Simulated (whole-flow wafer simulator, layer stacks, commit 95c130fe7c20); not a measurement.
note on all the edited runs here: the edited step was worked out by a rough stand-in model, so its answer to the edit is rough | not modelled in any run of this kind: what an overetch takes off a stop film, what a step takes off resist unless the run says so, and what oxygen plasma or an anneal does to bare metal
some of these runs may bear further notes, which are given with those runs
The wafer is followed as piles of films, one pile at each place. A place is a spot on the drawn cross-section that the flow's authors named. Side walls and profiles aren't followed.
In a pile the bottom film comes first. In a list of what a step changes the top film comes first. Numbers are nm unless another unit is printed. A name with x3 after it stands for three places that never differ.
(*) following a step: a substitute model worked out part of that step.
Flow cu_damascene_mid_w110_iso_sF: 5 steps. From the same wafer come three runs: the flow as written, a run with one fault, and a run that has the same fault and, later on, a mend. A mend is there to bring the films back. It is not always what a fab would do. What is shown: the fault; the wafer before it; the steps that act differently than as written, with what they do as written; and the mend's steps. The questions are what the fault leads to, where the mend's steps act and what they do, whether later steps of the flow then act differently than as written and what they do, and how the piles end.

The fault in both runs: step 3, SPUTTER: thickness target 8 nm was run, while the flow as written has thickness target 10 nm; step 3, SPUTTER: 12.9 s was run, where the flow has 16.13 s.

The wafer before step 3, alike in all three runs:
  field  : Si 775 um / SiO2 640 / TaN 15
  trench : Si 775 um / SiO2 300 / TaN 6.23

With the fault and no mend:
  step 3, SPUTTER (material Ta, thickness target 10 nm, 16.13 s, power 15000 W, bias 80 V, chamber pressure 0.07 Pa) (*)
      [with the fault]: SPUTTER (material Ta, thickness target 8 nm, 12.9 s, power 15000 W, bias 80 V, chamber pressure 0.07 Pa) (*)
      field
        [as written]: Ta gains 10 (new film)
        [with the fault]: Ta gains 8 (new film)
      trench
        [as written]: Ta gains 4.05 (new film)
        [with the fault]: Ta gains 3.24 (new film)
  Every later step of the flow that is run acts as written, at every place that is followed, to within 2% or 0.5 nm, whichever is larger.
  The piles end different from the flow's at field, trench by more than 2% or 0.5 nm, whichever is larger.
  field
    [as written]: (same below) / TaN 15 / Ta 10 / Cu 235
    [with the fault]: (same below) / TaN 15 / Ta 8 / Cu 235
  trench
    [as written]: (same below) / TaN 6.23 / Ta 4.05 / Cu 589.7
    [with the fault]: (same below) / TaN 6.23 / Ta 3.24 / Cu 588.5

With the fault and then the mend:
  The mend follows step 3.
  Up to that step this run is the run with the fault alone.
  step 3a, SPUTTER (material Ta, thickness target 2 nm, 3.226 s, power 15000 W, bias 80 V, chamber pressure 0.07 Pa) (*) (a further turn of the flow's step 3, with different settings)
      field
        Ta gains 2
      trench
        Ta gains 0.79
  Every later step of the flow that is run acts as written, at every place that is followed, to within 2% or 0.5 nm, whichever is larger.
  When the end is reached, the piles differ only a little from the flow's at the places that both follow, at most by 2% or 0.5 nm, whichever is larger.
